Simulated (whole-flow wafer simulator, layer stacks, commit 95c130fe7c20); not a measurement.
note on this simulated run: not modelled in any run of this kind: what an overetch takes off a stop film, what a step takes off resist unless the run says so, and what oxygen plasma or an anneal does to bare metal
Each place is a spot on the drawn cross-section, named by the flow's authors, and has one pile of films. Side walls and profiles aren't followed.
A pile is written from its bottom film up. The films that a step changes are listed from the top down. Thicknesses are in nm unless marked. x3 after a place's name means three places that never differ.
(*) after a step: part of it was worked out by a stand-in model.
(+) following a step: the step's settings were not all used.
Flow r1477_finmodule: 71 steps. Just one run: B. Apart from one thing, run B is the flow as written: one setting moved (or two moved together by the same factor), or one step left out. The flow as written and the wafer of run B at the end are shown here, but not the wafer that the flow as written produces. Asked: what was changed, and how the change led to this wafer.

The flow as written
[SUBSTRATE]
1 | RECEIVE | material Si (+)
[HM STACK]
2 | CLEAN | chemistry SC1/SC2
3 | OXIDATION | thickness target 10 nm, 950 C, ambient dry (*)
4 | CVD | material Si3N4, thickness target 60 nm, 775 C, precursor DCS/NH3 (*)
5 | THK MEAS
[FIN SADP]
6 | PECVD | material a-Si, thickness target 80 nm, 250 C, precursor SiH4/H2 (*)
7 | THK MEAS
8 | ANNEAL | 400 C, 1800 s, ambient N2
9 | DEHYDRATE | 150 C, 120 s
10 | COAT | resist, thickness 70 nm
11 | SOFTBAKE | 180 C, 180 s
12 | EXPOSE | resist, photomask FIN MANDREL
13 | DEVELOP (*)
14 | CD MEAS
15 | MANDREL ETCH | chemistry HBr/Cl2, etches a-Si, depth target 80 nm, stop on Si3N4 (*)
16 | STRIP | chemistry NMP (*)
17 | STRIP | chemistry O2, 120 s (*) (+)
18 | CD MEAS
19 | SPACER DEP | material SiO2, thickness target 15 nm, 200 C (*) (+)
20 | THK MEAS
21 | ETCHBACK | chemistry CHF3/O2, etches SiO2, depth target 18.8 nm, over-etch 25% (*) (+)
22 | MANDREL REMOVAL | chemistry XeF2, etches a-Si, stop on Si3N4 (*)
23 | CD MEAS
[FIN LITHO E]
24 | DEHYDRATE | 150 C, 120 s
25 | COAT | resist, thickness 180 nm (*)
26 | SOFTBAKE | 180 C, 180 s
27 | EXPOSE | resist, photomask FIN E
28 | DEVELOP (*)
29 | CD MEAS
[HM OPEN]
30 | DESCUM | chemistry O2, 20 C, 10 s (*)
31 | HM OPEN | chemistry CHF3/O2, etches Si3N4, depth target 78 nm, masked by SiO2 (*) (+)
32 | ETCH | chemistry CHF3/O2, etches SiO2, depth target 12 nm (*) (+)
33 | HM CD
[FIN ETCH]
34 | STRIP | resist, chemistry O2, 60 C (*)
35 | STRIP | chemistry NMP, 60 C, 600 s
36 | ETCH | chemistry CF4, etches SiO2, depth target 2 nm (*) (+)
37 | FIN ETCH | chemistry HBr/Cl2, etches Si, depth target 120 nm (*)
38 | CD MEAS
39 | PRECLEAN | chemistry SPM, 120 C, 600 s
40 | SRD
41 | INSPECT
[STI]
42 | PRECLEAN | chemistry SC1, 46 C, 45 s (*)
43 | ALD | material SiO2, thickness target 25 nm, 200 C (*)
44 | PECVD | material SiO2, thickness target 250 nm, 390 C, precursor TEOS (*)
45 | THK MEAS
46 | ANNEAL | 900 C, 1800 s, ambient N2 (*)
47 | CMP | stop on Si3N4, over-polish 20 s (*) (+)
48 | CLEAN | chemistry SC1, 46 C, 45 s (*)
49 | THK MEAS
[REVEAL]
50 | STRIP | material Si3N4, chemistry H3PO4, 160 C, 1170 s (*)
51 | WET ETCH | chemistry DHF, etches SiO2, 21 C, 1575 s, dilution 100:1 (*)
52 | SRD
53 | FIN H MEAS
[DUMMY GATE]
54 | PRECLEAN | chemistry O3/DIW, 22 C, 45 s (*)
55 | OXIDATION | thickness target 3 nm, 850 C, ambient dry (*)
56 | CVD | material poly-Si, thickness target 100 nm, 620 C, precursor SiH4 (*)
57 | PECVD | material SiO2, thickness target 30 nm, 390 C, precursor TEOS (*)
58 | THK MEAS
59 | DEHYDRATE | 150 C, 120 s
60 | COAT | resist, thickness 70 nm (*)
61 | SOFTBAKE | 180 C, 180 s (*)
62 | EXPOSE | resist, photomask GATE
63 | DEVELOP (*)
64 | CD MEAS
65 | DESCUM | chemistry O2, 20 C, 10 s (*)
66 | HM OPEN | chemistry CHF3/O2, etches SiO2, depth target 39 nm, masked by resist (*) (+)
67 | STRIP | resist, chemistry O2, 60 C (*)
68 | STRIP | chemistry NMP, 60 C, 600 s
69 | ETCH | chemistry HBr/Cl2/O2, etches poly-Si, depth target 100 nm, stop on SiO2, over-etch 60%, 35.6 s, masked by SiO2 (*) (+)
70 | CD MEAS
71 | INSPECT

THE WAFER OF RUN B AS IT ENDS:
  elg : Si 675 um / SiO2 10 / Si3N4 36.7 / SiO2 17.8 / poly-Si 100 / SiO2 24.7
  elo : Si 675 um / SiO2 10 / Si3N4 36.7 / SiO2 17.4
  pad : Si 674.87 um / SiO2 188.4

What caused this: step 51, WET ETCH: chemistry DHF, etches SiO2, 21 C, 1575 s, dilution 100:1 (*), was skipped.

Step by step, how the change led to this:
  54 | PRECLEAN | chemistry O3/DIW, 22 C, 45 s (*)
      s40sg_line, s45sg_line, s50sg_line, s40so_line, s45so_line, s50so_line: nothing (as written it would have been: chemical SiO2 gains 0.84 (new film), Si loses 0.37)
  55 | OXIDATION | thickness target 3 nm, 850 C, ambient dry (*)
      s40sg_line, s45sg_line, s50sg_line, s40so_line, s45so_line, s50so_line: SiO2 gains 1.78, Si loses 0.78 (as written it would have been: SiO2 gains 3 (new film), chemical SiO2 loses 0.84 (all of it), Si loses 0.95)
  56 | CVD | material poly-Si, thickness target 100 nm, 620 C, precursor SiH4 (*)
      s40sg_line, s45sg_line, s50sg_line, s40so_line, s45so_line, s50so_line: poly-Si gains 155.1 (new film) (as written it would have been: poly-Si gains 100 (new film))
      s40cg, s40co: poly-Si gains 100 (new film) (as written it would have been: poly-Si gains 113.9 (new film))
      (and at 5 other places as well)
  60 | COAT | resist, thickness 70 nm (*)
      e40lg, e100lg, e200lg, elo, e40lo, e100lo, e200lo: resist gains 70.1 (new film) (as written it would have been: resist gains 66.9 (new film))
      s40sg, s45sg, s40so, s45so: resist gains 70 (new film) (as written it would have been: resist gains 91 (new film))
      (and at 17 other places as well)
  63 | DEVELOP (*)
      elo, e40lo, e100lo, e200lo: resist loses 70.1 (all of it) (as written it would have been: resist loses 66.9 (all of it))
      eso, e40so: resist loses 69.9 (all of it) (as written it would have been: resist loses 129.5 (all of it))
      (and at 9 other places as well)
  67 | STRIP | resist, chemistry O2, 60 C (*)
      e40lg, e100lg, e200lg: resist loses 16 (all of it) (as written it would have been: resist loses 12.8 (all of it))
      s40sg, s45sg: resist loses 15.9 (all of it) (as written it would have been: resist loses 36.9 (all of it))
      (and at 10 other places as well)
  69 | ETCH | chemistry HBr/Cl2/O2, etches poly-Si, depth target 100 nm, stop on SiO2, over-etch 60%, 35.6 s, masked by SiO2 (*) (+)
      s40so_line, s45so_line, s50so_line: chemical SiO2 loses 1 (all of it), poly-Si loses 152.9 (all of it) (as written it would have been: chemical SiO2 loses 1.46 (all of it), poly-Si loses 97.6 (all of it), SiO2 loses 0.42)
      s40co: chemical SiO2 loses 1 (all of it), poly-Si loses 97.8 (all of it), SiO2 loses 0.41 (as written it would have been: chemical SiO2 loses 1.46 (all of it), poly-Si loses 111.5 (all of it), SiO2 loses 0.24)
      (and at 2 other places as well)
